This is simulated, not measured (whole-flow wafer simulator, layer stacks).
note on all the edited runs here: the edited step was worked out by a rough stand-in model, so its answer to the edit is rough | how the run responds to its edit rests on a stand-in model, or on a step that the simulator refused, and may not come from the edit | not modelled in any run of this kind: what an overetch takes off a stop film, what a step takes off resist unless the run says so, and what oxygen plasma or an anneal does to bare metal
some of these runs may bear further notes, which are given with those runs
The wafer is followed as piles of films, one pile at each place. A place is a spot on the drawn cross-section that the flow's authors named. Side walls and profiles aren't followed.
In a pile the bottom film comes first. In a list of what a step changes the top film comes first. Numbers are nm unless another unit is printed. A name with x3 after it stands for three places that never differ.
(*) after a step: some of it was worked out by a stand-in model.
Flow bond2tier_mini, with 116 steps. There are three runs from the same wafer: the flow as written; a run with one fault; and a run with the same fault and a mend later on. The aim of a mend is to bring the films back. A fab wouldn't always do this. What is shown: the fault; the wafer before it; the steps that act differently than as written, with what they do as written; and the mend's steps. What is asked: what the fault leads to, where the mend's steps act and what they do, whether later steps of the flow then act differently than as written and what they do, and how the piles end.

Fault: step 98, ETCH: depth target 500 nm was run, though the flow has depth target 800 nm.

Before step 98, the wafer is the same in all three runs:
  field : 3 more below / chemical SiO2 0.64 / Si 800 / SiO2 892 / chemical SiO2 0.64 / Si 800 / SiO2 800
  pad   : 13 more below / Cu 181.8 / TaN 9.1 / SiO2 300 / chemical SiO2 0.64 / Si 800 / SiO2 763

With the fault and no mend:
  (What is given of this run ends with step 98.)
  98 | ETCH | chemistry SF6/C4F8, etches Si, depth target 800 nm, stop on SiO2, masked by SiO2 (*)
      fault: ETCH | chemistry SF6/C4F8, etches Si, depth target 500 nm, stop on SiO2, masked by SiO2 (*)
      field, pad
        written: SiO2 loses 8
        fault: SiO2 loses 5
  After step 98 the piles are close to the flow's at the places that both follow, differing by at most 2% or 0.5 nm, whichever is larger.

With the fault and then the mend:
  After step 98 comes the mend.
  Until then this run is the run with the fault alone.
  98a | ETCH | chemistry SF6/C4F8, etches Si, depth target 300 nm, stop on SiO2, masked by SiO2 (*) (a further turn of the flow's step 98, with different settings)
      field, pad
        SiO2 loses 3
  None of the later steps of the flow acts differently than as written at any place that is followed.
  By the end, the piles equal the flow's at every place that both follow.
